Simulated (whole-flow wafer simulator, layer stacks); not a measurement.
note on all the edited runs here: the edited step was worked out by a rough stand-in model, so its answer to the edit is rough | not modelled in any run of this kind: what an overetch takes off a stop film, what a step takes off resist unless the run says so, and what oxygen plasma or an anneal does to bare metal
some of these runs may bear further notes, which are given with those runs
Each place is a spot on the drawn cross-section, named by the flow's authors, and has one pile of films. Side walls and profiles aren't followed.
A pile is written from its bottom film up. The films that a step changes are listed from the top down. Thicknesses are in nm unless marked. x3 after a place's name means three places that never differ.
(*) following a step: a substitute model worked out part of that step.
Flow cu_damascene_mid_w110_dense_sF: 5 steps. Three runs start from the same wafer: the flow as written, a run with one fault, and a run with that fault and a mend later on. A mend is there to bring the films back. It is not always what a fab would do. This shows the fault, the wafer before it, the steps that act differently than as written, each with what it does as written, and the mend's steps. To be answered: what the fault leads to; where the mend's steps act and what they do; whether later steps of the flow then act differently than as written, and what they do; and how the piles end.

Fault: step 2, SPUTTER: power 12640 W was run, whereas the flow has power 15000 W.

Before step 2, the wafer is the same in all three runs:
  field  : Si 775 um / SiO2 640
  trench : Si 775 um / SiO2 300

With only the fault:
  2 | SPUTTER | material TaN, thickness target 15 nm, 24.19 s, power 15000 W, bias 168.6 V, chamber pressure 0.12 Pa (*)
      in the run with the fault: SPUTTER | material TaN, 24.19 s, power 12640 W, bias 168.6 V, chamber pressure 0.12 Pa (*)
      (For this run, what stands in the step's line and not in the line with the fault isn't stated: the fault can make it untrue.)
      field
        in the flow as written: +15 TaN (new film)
        in the run with the fault: +12.6 TaN (new film)
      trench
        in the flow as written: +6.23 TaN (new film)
        in the run with the fault: +5.25 TaN (new film)
  Every later step of the flow that is run acts as written, at every place that is followed, to within 2% or 0.5 nm, whichever is larger.
  The piles end different from the flow's at field, trench by more than 2% or 0.5 nm, whichever is larger.
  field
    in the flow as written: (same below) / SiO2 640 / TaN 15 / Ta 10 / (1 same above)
    in the run with the fault: (same below) / SiO2 640 / TaN 12.6 / Ta 10 / (1 same above)
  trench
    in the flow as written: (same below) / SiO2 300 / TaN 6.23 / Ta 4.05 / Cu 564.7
    in the run with the fault: (same below) / SiO2 300 / TaN 5.25 / Ta 4.07 / Cu 563.3

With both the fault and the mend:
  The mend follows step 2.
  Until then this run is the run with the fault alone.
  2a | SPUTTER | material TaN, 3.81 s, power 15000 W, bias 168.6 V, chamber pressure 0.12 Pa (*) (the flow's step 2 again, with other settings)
      field
        +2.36 TaN
      trench
        +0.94 TaN
  Every later step of the flow that is run acts as written, at every place that is followed, to within 2% or 0.5 nm, whichever is larger.
  When the end is reached, the piles differ only a little from the flow's at the places that both follow, at most by 2% or 0.5 nm, whichever is larger.
